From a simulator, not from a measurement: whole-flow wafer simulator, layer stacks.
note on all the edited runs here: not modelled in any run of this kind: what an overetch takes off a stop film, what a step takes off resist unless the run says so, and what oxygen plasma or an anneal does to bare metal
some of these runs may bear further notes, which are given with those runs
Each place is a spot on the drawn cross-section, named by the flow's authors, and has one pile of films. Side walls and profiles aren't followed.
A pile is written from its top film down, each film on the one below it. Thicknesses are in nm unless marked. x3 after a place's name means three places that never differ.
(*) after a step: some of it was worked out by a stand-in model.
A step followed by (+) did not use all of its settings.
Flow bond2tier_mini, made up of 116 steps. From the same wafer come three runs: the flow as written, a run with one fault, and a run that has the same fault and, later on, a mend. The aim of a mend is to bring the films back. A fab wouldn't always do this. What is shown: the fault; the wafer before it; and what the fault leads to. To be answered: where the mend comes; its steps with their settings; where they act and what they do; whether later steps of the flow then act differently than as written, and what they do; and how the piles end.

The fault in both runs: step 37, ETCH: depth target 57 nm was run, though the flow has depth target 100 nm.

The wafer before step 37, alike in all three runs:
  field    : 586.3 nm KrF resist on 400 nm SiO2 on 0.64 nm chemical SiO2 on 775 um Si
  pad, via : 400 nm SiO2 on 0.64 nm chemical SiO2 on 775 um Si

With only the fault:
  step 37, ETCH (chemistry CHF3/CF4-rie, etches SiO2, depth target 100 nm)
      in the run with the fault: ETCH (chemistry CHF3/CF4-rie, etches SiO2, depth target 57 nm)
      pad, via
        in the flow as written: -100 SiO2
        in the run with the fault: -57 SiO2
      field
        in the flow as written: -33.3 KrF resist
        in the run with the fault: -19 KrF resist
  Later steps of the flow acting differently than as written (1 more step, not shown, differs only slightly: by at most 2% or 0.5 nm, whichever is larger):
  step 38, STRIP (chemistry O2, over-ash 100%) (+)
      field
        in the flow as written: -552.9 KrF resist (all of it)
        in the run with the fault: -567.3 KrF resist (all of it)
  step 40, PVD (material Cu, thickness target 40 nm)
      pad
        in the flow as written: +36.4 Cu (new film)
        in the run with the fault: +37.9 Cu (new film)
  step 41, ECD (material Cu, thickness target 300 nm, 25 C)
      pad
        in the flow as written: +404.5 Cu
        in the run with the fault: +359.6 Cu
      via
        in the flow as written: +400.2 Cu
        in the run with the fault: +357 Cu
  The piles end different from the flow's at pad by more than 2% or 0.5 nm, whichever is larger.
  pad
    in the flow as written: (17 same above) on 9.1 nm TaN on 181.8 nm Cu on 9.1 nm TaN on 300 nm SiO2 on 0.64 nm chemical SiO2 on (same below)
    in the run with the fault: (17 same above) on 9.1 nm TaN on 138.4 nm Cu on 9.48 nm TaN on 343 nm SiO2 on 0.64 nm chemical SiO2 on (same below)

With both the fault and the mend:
  After step 38 comes the mend.
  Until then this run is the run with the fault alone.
  step 38a, COAT (KrF resist, thickness 600 nm) (*) (the flow's step 32 again)
      field
        +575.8 KrF resist (new film)
      pad
        +625.2 KrF resist (new film)
      via
        +622.1 KrF resist (new film)
  step 38b, SOFTBAKE (KrF resist) (the flow's step 33 again)
      alters no film at any place that is followed
  step 38c, EXPOSE (photomask APAD, NA 0.6) (the flow's step 34 again)
      alters no film at any place that is followed
  step 38d, PEB (KrF resist) (the flow's step 35 again)
      alters no film at any place that is followed
  step 38e, DEVELOP (developer TMAH-0.26N, 60 s) (the flow's step 36 again)
      field
        -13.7 KrF resist
      pad
        -625.2 KrF resist (all of it)
      via
        -622.1 KrF resist (all of it)
  step 38f, ETCH (chemistry CHF3/CF4-rie, etches SiO2, depth target 43 nm) (the flow's step 37 again, with other settings)
      pad, via
        -43 SiO2
      field
        -14.3 KrF resist
  step 38g, STRIP (chemistry O2, over-ash 100%) (+) (the flow's step 38 again)
      field
        -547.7 KrF resist (all of it)
  None of the later steps of the flow acts differently than as written at any place that is followed.
  At every place that both follow, the piles at the end match the flow's.
